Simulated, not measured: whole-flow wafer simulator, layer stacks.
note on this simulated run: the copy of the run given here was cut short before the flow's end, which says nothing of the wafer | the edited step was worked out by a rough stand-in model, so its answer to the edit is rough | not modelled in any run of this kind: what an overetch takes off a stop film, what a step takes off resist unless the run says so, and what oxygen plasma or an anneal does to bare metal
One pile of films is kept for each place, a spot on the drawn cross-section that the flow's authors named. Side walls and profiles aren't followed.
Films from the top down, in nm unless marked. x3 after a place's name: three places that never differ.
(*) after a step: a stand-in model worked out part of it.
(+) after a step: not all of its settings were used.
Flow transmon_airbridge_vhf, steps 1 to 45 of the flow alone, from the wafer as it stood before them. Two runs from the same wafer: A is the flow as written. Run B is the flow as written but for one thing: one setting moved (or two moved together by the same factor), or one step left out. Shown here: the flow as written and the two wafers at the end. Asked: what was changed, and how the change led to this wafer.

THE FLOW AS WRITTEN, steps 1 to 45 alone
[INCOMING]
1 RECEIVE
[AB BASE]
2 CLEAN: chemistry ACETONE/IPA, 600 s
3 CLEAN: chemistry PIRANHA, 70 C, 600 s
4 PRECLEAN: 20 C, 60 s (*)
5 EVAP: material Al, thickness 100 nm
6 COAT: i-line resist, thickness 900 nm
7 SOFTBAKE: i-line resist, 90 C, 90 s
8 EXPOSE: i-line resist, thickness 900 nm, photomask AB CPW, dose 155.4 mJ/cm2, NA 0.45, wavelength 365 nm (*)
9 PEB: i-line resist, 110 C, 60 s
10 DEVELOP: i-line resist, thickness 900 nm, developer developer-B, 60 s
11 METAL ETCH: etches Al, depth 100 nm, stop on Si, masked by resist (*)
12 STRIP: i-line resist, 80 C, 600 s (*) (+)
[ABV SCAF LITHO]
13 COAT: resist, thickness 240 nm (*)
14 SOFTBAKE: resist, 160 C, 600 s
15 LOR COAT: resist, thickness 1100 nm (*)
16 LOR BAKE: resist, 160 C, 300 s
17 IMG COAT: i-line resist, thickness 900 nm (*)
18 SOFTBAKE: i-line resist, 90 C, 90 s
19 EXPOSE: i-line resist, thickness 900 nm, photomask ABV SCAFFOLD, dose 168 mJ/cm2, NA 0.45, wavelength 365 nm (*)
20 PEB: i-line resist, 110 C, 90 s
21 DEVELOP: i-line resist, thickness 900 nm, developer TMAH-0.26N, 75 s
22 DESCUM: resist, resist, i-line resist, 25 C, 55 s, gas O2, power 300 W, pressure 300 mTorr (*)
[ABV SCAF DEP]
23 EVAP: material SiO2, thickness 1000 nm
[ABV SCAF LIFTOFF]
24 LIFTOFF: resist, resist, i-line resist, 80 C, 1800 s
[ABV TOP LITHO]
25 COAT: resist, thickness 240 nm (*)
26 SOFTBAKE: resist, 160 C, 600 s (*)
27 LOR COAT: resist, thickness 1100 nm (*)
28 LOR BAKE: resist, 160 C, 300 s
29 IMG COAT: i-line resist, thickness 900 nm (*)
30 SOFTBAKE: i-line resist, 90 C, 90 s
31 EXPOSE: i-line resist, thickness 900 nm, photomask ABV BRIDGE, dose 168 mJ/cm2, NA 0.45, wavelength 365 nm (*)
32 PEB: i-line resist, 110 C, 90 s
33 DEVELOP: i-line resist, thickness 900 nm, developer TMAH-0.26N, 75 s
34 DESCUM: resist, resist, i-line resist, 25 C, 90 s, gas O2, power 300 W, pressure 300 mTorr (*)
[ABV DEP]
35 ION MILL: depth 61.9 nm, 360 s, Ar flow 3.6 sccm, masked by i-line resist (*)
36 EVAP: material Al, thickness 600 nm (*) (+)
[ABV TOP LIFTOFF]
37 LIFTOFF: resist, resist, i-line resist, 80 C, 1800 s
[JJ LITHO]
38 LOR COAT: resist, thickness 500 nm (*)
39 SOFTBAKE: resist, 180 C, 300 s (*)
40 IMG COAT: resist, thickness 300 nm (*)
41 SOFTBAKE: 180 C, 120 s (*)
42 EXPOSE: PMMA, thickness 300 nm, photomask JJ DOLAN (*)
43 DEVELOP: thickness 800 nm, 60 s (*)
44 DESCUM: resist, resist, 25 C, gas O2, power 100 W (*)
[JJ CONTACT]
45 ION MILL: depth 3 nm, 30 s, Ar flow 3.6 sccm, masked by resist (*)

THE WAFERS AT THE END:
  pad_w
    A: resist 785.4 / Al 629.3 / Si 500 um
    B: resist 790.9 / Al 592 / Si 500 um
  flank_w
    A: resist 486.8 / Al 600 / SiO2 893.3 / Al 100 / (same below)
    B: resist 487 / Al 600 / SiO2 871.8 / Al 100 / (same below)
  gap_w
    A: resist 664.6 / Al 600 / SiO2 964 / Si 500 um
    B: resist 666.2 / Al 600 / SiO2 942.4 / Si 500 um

The cause: step 35, ION MILL: depth 99 nm was run, where the flow has depth 61.9 nm; step 35, ION MILL: 576 s was run, where the flow has 360 s.

How the change led to this, step by step:
  35 ION MILL: depth 61.9 nm, 360 s, Ar flow 3.6 sccm, masked by i-line resist (*)
      field x3, jj_line, ground_far, trace_open_s x2, margin_s, margin_n: A i-line resist -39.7 | B i-line resist -63.6
      flank_w, gap_w, cpw_trace, gap_e, flank_e, bridge_strip: A SiO2 -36 | B SiO2 -57.6
      (and at 2 more places)
  37 LIFTOFF: resist, resist, i-line resist, 80 C, 1800 s
      field x3, jj_line, trace_open_s x2: A Al -600 (all of it), i-line resist -600 (all of it), resist -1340 (all of it) | B Al -600 (all of it), i-line resist -576.1 (all of it), resist -1340 (all of it)
      margin_s, margin_n: A Al -600 (all of it), i-line resist -318.3 (all of it), resist -992 (all of it) | B Al -600 (all of it), i-line resist -294.4 (all of it), resist -992 (all of it)
      (and at 1 more place)
